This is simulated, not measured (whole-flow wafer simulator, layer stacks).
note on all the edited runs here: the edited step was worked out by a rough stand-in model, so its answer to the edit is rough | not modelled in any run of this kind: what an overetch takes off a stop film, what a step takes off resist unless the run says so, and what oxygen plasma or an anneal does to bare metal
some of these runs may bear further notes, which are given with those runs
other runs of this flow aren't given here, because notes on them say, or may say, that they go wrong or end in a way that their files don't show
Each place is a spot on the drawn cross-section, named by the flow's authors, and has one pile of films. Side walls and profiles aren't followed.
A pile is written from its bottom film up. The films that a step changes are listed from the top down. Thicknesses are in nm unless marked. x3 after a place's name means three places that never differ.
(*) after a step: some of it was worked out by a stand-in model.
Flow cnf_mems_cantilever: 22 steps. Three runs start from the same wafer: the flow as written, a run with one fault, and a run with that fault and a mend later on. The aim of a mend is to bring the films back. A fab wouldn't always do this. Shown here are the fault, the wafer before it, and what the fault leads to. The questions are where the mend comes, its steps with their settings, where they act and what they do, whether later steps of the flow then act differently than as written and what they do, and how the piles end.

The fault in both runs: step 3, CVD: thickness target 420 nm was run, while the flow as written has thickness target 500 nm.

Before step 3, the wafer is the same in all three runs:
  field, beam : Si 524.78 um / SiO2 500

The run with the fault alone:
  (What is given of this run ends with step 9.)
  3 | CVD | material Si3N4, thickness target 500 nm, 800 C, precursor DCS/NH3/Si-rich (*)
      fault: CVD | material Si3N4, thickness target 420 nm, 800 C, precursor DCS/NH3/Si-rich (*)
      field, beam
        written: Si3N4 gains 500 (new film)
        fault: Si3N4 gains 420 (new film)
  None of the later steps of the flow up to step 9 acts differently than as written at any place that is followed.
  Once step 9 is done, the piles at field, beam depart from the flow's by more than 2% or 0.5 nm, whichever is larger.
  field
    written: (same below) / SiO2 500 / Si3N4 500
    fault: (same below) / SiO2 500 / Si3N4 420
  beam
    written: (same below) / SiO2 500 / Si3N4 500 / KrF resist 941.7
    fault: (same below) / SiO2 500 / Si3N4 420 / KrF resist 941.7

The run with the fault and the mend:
  After step 9 comes the mend.
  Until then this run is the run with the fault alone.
  9a | STRIP | chemistry O2, power 800 W (*)
      beam
        KrF resist loses 941.7 (all of it)
  9b | CLEAN | chemistry SC1/SC2 (*) (the flow's step 1 again)
      leaves every film unchanged at each place that is followed
  9c | CVD | material Si3N4, thickness target 80 nm, 800 C, precursor DCS/NH3/Si-rich (*) (the flow's step 3 again, with other settings)
      field, beam
        Si3N4 gains 80
  9d | HMDS (the flow's step 4 again)
      leaves every film unchanged at each place that is followed
  9e | COAT | KrF resist, thickness 1000 nm (the flow's step 5 again)
      field, beam
        KrF resist gains 1000 (new film)
  9f | SOFTBAKE | KrF resist (the flow's step 6 again)
      leaves every film unchanged at each place that is followed
  9g | EXPOSE | photomask CANTILEVER (the flow's step 7 again)
      leaves every film unchanged at each place that is followed
  9h | PEB | KrF resist, 135 C, 90 s (the flow's step 8 again)
      field, beam
        KrF resist loses 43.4
  9i | DEVELOP | developer TMAH-0.26N, 60 s (the flow's step 9 again)
      field
        KrF resist loses 956.6 (all of it)
      beam
        KrF resist loses 14.9
  None of the later steps of the flow acts differently than as written at any place that is followed.
  By the end, the piles equal the flow's at every place that both follow.
